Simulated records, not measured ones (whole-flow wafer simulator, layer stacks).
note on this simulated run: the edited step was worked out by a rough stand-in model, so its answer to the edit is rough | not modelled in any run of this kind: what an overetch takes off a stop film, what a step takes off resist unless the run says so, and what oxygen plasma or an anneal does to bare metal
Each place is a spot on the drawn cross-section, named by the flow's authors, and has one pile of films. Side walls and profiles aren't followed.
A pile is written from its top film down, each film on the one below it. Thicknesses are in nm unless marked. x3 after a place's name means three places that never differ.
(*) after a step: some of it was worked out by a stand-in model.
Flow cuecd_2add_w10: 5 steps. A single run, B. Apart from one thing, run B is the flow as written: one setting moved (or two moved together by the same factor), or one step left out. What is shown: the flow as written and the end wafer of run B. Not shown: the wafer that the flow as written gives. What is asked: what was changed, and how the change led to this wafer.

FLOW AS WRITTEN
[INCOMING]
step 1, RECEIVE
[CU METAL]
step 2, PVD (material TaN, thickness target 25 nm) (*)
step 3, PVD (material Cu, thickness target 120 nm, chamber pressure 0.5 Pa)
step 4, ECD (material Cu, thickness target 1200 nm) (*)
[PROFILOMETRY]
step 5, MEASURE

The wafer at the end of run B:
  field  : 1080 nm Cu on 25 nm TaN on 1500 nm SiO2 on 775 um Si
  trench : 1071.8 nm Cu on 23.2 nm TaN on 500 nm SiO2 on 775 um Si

What caused this: step 4, ECD: thickness target 960 nm was run, whereas the flow has thickness target 1200 nm.

How this came from the change, step by step:
  step 4, ECD (material Cu, thickness target 1200 nm) (*)
      field, trench: +960 Cu (as written it would have been: +1200 Cu)
